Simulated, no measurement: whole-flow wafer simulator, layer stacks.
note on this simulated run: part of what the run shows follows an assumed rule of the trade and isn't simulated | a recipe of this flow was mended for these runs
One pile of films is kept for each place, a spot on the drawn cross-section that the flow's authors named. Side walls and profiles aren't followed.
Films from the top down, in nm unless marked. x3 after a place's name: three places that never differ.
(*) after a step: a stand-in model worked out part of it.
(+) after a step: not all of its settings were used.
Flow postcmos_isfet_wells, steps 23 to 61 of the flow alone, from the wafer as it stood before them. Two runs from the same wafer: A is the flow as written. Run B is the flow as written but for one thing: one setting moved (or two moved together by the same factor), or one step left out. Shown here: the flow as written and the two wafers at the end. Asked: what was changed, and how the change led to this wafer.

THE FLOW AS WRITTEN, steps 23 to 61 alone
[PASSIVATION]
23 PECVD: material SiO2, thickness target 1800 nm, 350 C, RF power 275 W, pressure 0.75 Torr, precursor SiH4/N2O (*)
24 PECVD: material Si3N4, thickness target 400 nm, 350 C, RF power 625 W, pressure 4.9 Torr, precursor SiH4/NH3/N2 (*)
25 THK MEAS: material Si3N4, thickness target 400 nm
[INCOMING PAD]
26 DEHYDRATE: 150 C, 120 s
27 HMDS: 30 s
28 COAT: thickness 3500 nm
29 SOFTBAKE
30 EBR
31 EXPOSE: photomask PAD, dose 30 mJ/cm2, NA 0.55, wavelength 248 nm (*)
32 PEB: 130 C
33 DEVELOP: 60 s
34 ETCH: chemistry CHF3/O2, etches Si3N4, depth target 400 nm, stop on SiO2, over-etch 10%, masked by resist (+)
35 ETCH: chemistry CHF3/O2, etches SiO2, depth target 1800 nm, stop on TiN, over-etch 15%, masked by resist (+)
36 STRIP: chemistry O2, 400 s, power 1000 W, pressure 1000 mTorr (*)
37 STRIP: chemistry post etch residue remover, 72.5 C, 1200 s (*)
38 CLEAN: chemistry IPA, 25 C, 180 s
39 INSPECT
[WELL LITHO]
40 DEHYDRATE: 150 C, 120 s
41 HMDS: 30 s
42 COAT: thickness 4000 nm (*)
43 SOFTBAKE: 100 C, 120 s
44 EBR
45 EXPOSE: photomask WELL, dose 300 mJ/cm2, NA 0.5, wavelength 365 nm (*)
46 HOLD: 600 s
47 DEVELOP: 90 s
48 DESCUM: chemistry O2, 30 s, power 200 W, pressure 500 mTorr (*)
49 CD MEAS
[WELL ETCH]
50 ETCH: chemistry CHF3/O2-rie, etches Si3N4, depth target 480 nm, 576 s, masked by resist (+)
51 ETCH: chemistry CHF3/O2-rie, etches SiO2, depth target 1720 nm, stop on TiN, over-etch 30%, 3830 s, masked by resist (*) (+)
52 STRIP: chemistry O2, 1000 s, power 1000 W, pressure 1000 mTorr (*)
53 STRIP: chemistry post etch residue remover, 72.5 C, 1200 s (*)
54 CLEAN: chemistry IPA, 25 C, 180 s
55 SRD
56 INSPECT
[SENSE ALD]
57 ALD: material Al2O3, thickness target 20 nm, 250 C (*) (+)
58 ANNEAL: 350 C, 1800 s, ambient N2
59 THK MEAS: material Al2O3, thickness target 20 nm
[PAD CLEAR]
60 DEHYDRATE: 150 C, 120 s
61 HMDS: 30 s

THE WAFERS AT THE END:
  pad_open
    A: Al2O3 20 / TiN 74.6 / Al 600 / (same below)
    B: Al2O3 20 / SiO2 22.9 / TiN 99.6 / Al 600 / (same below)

The cause: step 34, ETCH: depth target 110 nm was run, where the flow has depth target 400 nm.

How the change led to this, step by step:
  34 ETCH: chemistry CHF3/O2, etches Si3N4, depth target 400 nm, stop on SiO2, over-etch 10%, masked by resist (+)
      pad_open: A Si3N4 -400 (all of it), SiO2 -20 | B Si3N4 -121
      field, margin x2, well900 x4, pad_clr: A thick-KrF-resist -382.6 | B thick-KrF-resist -105.2
  35 ETCH: chemistry CHF3/O2, etches SiO2, depth target 1800 nm, stop on TiN, over-etch 15%, masked by resist (+)
      pad_open: A SiO2 -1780 (all of it), TiN -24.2 | B Si3N4 -279 (all of it), SiO2 -1777
  36 STRIP: chemistry O2, 400 s, power 1000 W, pressure 1000 mTorr (*)
      field, margin x2, well900 x4, pad_clr: A thick-KrF-resist -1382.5 (all of it) | B thick-KrF-resist -1640.8 (all of it)
  43 SOFTBAKE: 100 C, 120 s
      pad_clr: A thick-g/i-line-resist -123 | B thick-g/i-line-resist -119.3
